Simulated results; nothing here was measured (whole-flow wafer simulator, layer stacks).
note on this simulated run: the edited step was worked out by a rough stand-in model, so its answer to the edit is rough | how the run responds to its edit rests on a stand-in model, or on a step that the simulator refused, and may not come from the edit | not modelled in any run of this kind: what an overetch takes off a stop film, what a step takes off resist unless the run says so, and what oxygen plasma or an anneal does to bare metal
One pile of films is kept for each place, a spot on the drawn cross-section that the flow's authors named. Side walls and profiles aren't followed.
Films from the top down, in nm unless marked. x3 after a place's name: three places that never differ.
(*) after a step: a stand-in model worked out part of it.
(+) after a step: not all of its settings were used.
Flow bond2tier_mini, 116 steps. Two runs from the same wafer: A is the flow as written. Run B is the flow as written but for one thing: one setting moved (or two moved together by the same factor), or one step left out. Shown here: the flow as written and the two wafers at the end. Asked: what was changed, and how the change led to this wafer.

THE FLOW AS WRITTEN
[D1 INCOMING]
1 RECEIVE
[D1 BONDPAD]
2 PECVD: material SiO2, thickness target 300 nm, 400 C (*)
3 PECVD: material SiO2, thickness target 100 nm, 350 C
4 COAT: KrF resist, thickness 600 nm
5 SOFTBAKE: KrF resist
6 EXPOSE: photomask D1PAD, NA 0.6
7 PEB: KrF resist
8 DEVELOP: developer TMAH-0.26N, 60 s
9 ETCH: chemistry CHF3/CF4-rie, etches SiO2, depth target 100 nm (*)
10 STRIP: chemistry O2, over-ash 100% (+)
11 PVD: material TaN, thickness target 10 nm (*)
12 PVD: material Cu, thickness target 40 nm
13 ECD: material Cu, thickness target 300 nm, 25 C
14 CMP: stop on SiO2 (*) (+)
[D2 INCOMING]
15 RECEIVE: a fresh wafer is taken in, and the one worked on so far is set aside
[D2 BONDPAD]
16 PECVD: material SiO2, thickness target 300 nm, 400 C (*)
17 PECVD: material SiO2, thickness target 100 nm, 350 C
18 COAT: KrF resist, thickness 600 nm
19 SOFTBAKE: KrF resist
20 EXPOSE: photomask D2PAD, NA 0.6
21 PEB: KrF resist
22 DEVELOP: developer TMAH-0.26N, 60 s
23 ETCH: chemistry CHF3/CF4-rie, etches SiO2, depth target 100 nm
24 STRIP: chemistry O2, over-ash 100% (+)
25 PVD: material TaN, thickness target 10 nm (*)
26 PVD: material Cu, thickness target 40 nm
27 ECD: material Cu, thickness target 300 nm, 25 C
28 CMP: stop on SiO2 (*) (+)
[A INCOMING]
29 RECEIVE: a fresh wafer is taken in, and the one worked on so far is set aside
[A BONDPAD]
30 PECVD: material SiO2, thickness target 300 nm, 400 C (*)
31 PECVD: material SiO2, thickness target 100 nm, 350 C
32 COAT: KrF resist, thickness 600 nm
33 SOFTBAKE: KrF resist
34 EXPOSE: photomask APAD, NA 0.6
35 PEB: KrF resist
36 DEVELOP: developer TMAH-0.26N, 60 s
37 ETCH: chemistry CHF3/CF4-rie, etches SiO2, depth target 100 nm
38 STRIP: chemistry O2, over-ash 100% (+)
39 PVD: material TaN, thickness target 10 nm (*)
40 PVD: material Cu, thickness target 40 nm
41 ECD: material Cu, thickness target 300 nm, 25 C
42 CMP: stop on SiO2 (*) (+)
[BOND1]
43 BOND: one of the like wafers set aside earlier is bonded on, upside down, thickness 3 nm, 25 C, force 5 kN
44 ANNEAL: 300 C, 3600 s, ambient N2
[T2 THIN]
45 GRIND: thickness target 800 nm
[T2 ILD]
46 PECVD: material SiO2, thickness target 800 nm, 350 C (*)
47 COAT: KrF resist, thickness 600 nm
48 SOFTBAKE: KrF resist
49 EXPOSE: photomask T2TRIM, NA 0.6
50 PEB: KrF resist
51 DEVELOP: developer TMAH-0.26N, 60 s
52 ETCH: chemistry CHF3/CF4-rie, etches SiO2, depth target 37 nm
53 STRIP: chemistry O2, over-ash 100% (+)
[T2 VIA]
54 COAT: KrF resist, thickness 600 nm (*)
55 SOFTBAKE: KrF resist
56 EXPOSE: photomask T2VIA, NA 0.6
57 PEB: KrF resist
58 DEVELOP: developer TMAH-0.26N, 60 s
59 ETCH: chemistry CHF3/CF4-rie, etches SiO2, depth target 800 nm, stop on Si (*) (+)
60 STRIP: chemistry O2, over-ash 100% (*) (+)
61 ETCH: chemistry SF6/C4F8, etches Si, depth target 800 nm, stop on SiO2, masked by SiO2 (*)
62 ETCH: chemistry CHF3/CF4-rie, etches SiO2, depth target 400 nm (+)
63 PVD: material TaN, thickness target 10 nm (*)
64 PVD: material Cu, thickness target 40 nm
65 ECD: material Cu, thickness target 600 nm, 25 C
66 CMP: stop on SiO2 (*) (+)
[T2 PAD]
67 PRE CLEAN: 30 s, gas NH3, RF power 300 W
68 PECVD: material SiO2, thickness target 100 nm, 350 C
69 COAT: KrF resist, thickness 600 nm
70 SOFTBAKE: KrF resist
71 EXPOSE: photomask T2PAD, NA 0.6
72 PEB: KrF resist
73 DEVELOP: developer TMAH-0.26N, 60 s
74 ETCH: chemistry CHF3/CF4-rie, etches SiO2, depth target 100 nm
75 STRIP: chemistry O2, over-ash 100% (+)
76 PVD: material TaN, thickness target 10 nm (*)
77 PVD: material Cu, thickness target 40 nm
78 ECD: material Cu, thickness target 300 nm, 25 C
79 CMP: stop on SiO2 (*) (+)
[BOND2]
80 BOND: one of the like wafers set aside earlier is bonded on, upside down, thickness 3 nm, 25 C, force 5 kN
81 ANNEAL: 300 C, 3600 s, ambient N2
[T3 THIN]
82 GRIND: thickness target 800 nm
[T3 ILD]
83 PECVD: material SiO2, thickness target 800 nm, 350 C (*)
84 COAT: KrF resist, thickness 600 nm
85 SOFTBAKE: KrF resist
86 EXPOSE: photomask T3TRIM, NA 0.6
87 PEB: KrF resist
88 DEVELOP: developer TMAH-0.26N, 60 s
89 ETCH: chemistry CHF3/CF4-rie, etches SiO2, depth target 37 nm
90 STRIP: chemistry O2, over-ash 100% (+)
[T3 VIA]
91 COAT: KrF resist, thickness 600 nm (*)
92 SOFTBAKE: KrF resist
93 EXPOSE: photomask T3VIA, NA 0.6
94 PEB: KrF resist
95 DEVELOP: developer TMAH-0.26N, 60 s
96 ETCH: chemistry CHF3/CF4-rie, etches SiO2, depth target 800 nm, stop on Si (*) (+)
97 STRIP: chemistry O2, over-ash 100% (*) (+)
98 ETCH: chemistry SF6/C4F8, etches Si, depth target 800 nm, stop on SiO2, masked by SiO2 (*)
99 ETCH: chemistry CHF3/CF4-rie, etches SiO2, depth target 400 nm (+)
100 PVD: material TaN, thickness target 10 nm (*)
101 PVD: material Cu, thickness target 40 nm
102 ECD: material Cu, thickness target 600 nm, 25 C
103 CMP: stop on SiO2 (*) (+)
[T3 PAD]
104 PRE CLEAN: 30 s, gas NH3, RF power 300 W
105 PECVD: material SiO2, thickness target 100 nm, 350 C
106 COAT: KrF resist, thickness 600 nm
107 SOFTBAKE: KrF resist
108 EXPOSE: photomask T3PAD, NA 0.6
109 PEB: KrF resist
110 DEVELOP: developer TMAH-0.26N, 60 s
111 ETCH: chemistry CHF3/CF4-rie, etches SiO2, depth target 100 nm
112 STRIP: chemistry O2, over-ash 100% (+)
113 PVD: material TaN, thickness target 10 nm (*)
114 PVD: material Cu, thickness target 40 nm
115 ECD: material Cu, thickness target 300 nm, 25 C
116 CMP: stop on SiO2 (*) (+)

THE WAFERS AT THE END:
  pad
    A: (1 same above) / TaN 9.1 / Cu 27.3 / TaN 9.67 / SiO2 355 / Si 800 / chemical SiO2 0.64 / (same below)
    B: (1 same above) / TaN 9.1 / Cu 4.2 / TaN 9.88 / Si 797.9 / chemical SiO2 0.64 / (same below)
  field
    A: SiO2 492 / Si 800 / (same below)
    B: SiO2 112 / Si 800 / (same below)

The cause: step 83, PECVD: thickness target 420 nm was run, where the flow has thickness target 800 nm.

How the change led to this, step by step:
  83 PECVD: material SiO2, thickness target 800 nm, 350 C (*)
      field, pad: A SiO2 +800 (new film) | B SiO2 +420 (new film)
  96 ETCH: chemistry CHF3/CF4-rie, etches SiO2, depth target 800 nm, stop on Si (*) (+)
      field, pad: A KrF resist -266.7 | B KrF resist -191.5
  97 STRIP: chemistry O2, over-ash 100% (*) (+)
      field: A KrF resist -303.9 (all of it) | B KrF resist -379.1 (all of it)
      pad: A KrF resist -336 (all of it) | B KrF resist -411.1 (all of it)
  99 ETCH: chemistry CHF3/CF4-rie, etches SiO2, depth target 400 nm (+)
      pad: A SiO2 -400 | B SiO2 -375 (all of it), Si -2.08
  101 PVD: material Cu, thickness target 40 nm
      pad: A Cu +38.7 (new film) | B Cu +40 (new film)
  102 ECD: material Cu, thickness target 600 nm, 25 C
      pad: A Cu +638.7 | B Cu +614.2
